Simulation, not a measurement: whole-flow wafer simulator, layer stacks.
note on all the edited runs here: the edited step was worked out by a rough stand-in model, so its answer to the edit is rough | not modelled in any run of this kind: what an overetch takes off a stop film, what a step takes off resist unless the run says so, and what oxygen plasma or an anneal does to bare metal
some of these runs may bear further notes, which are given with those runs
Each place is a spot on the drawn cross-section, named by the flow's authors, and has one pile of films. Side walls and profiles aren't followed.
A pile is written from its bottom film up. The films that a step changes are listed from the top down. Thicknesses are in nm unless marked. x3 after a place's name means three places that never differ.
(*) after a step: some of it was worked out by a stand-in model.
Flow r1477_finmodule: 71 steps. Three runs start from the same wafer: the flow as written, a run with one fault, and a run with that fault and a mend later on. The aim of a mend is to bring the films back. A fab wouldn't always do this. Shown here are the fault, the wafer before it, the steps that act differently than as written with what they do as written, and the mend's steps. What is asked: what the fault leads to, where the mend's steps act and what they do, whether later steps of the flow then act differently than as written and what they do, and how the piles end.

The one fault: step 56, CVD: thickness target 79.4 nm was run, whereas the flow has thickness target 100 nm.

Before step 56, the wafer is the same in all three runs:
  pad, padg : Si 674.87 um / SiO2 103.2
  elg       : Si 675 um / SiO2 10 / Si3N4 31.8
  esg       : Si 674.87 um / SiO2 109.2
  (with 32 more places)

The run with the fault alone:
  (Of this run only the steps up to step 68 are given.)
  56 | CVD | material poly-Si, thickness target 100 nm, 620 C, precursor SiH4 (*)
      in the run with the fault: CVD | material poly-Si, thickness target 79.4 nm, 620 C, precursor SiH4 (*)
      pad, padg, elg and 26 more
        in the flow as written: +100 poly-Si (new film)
        in the run with the fault: +79.4 poly-Si (new film)
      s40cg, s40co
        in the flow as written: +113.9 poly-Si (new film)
        in the run with the fault: +92.8 poly-Si (new film)
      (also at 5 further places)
  Steps further on in the flow that do not act as written (2 other steps are not shown; they differ only slightly, by no more than 2% or 0.5 nm, whichever is larger):
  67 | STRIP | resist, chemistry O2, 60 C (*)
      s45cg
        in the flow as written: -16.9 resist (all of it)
        in the run with the fault: -17.5 resist (all of it)
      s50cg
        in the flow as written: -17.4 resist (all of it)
        in the run with the fault: -18.1 resist (all of it)
  The piles after step 68 differ from the flow's at pad, padg, elg and 33 more by more than 2% or 0.5 nm, whichever is larger.
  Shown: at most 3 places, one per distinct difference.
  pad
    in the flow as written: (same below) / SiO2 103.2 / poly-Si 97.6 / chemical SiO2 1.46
    in the run with the fault: (same below) / SiO2 103.2 / poly-Si 77 / chemical SiO2 1.46
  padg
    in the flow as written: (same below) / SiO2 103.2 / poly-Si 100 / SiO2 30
    in the run with the fault: (same below) / SiO2 103.2 / poly-Si 79.4 / SiO2 30
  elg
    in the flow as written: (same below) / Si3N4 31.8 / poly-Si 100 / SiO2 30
    in the run with the fault: (same below) / Si3N4 31.8 / poly-Si 79.4 / SiO2 30

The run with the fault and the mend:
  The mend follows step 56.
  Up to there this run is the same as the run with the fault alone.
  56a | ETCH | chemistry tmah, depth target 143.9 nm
      pad, padg, elg and 26 more
        -79.4 poly-Si (all of it)
      s40cg, s40co
        -92.8 poly-Si (all of it)
      s45cg, s45co
        -92.1 poly-Si (all of it)
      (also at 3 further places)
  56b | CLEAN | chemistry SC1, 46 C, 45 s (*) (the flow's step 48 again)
      s40sg_line, s45sg_line, s50sg_line, s40so_line, s45so_line, s50so_line
        -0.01 SiO2
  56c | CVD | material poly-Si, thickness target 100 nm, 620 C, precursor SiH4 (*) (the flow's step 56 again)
      pad, padg, elg and 26 more
        +100 poly-Si (new film)
      s40cg, s40co
        +113.9 poly-Si (new film)
      s45cg, s45co
        +113.4 poly-Si (new film)
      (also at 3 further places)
  Every later step of the flow that is run acts as written, at every place that is followed, to within 2% or 0.5 nm, whichever is larger.
  The piles end only slightly different from the flow's at the places that both follow, by no more than 2% or 0.5 nm, whichever is larger.
